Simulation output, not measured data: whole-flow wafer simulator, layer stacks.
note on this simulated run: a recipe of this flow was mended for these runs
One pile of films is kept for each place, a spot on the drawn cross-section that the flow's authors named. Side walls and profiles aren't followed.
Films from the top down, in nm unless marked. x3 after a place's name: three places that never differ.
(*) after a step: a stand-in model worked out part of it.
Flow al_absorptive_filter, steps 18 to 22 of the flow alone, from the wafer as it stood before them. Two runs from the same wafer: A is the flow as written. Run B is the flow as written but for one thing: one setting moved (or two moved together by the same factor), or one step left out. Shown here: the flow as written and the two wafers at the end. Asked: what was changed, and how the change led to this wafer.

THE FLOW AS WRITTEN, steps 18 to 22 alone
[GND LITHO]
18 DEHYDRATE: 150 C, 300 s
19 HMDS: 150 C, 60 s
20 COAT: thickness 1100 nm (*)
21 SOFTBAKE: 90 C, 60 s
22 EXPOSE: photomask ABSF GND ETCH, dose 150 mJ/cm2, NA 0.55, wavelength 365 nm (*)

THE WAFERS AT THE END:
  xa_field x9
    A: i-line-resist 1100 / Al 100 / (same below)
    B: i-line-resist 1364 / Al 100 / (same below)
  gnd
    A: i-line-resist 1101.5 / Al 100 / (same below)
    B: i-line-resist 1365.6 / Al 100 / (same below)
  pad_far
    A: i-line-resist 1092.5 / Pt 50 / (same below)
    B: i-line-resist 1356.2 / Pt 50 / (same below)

The cause: step 20, COAT: thickness 1364 nm was run, where the flow has thickness 1100 nm.
It can be read off the wafer: xa_field x9 has i-line-resist 1364, and step 20 as written asks for 1100 nm.

How the change led to this, step by step:
  20 COAT: thickness 1100 nm (*)
      xa_field x9: A i-line-resist +1100 (new film) | B i-line-resist +1364 (new film)
      gnd: A i-line-resist +1101.5 (new film) | B i-line-resist +1365.5 (new film)
      (and at 4 more places)
